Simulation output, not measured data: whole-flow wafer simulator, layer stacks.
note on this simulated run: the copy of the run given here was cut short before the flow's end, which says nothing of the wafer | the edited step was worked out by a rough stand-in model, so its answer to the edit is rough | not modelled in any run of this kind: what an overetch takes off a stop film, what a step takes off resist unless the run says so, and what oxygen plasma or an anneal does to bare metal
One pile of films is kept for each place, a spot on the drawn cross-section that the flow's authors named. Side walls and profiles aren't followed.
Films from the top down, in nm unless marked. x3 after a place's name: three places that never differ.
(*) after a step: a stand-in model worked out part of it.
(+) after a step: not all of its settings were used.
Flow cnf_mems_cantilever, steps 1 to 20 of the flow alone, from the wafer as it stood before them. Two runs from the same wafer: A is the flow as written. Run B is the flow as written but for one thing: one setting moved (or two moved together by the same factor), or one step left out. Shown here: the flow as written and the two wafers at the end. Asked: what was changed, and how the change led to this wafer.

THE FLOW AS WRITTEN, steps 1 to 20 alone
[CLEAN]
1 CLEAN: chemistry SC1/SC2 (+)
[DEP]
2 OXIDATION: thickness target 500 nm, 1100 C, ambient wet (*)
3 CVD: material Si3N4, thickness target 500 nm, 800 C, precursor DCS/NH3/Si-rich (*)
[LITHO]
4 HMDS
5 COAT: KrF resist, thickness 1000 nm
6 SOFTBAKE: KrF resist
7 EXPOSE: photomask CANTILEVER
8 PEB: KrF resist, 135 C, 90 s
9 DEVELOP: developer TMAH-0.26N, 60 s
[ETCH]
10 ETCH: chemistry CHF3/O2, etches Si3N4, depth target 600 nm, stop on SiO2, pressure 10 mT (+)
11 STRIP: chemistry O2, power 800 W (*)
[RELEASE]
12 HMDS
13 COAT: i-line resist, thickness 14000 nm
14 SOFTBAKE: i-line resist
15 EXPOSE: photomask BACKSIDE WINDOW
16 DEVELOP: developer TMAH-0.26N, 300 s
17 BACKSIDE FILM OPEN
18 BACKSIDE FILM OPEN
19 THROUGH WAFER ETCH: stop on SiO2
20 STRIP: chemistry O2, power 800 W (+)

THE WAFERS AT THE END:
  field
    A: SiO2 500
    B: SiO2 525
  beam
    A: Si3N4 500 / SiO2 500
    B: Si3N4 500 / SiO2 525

The cause: step 2, OXIDATION: thickness target 525 nm was run, where the flow has thickness target 500 nm.
It can be read off the wafer: field has SiO2 525, and step 2 as written asks for 500 nm.

How the change led to this, step by step:
  2 OXIDATION: thickness target 500 nm, 1100 C, ambient wet (*)
      field, beam: A SiO2 +500 (new film), chemical SiO2 -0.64 (all of it), Si -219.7 | B SiO2 +525 (new film), chemical SiO2 -0.64 (all of it), Si -230.7
  19 THROUGH WAFER ETCH: stop on SiO2
      field: A under 1 film: Si -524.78 um (all of it) | B under 1 film: Si -524.77 um (all of it)
      beam: A under 2 films: Si -524.78 um (all of it) | B under 2 films: Si -524.77 um (all of it)
